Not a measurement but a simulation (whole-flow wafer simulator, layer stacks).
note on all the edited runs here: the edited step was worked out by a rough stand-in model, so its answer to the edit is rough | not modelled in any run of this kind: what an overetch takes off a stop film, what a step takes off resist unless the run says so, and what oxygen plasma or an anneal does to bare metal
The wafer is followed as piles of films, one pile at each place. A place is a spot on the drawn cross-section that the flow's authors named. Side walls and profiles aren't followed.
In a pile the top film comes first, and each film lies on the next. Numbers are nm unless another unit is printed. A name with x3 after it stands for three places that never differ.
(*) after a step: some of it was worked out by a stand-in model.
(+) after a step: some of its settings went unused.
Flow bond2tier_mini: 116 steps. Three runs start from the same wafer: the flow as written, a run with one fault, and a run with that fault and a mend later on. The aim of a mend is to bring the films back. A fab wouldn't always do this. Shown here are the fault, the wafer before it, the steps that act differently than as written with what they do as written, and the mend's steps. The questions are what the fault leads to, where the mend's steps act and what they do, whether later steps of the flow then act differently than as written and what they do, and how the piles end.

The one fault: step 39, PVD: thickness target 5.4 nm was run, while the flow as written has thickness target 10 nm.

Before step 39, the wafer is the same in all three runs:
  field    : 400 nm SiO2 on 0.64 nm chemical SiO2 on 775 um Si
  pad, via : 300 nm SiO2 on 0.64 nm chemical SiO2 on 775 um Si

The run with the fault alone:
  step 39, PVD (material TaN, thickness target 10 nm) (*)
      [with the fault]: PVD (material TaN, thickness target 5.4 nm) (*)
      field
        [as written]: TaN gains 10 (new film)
        [with the fault]: TaN gains 5.4 (new film)
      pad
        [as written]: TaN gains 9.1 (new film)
        [with the fault]: TaN gains 4.92 (new film)
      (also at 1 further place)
  Steps further on in the flow that do not act as written (1 more step, not shown, differs only slightly: by at most 2% or 0.5 nm, whichever is larger):
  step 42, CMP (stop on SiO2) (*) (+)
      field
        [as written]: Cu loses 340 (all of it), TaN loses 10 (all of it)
        [with the fault]: Cu loses 340 (all of it), TaN loses 5.4 (all of it)
  At pad, the piles at the end differ from the flow's by more than 2% or 0.5 nm, whichever is larger.
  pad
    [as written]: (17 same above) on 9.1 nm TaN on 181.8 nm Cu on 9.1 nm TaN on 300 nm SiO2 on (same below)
    [with the fault]: (17 same above) on 9.1 nm TaN on 186 nm Cu on 4.92 nm TaN on 300 nm SiO2 on (same below)

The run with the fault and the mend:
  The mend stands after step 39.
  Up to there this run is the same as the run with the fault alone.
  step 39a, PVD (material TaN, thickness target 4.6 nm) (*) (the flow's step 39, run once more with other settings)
      field
        TaN gains 4.6
      pad
        TaN gains 4.18
      via
        TaN gains 4.59
  Every later step of the flow that is run acts as written at every place that is followed.
  By the end, the piles equal the flow's at every place that both follow.
